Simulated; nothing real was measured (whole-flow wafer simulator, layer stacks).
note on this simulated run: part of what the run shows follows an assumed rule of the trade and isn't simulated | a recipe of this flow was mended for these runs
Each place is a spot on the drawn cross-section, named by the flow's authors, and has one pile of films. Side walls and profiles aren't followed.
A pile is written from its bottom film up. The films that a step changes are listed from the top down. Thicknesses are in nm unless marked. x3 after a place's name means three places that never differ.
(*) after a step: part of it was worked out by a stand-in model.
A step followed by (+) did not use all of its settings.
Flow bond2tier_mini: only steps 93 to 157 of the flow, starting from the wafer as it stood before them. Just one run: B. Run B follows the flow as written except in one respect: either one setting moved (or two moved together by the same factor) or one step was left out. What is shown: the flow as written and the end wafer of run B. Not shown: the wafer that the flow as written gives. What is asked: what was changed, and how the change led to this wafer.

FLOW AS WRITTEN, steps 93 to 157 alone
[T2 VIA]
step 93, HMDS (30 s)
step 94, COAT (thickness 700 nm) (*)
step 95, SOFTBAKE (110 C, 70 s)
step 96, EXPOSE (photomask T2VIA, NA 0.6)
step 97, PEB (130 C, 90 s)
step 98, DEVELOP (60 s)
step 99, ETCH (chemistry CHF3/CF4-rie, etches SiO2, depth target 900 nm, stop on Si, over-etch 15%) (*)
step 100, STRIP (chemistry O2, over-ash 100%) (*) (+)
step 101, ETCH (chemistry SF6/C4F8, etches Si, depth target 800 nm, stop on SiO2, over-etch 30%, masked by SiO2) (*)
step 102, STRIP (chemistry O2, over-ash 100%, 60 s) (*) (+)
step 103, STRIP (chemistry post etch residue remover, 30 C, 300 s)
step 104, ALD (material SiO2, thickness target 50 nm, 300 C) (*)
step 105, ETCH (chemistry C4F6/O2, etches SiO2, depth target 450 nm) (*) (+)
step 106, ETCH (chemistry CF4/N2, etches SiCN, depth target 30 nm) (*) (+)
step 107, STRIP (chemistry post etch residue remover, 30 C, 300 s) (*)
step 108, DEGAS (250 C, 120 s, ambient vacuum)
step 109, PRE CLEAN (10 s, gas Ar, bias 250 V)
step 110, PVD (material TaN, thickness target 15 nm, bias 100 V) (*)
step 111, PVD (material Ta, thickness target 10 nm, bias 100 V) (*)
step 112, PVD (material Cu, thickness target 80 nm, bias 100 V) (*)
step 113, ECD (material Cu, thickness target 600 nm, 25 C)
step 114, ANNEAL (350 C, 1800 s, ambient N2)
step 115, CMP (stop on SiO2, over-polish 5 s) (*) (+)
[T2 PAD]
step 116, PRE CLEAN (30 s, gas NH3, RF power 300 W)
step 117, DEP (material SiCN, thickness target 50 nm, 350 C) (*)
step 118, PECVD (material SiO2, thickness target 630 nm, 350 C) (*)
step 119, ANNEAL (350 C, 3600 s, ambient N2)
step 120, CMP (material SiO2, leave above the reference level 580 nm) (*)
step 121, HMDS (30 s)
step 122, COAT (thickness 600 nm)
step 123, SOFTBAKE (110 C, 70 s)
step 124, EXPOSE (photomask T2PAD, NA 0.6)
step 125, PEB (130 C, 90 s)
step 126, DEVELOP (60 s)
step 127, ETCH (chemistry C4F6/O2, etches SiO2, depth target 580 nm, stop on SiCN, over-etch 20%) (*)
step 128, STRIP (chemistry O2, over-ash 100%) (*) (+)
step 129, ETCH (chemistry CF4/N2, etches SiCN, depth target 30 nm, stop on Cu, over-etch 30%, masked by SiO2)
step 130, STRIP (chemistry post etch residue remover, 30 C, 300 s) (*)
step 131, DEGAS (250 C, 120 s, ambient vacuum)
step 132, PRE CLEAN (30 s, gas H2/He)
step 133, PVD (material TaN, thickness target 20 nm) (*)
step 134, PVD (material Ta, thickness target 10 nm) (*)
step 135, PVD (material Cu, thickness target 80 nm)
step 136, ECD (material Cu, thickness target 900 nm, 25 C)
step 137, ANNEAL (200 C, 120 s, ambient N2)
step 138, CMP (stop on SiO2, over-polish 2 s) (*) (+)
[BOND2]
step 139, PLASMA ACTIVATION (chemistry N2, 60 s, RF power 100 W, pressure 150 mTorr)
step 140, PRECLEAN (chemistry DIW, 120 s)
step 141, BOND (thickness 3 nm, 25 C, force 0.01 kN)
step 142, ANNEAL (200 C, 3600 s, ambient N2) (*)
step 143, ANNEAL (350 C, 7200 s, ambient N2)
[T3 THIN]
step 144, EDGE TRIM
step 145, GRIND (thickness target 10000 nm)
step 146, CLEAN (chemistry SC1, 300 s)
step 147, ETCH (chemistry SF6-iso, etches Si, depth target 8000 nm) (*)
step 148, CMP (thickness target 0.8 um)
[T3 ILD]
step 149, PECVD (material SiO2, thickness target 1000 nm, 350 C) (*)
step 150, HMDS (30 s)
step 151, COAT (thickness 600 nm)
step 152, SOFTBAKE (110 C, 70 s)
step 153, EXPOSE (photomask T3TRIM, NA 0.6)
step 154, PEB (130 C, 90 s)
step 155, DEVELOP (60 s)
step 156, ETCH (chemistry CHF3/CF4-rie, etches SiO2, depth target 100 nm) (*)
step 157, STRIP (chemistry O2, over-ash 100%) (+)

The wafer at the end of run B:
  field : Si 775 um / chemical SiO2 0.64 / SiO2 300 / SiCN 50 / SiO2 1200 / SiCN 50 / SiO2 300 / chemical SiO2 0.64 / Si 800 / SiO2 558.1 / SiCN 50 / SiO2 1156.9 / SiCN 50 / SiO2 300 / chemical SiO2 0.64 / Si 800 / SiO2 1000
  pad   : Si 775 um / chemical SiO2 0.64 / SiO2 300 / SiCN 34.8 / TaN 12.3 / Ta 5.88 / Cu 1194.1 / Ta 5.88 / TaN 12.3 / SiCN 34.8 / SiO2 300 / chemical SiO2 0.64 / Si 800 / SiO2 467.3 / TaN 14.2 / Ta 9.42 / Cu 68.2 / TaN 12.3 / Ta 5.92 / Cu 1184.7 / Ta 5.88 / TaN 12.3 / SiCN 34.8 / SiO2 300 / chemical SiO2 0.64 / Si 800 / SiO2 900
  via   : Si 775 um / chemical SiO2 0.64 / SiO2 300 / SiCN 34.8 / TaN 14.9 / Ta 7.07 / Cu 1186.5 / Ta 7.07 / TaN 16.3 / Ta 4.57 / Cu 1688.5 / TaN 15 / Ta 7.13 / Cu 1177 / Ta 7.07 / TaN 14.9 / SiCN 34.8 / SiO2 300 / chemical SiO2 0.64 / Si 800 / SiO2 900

The reason: step 109, PRE CLEAN: bias 192 V was run, while the flow as written has bias 250 V.

Step by step, how the change led to this:
  step 109, PRE CLEAN (10 s, gas Ar, bias 250 V)
      field, pad: SiO2 loses 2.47 (it would be, as written: SiO2 loses 3)
      via: TaN loses 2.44 (it would be, as written: TaN loses 3.19)
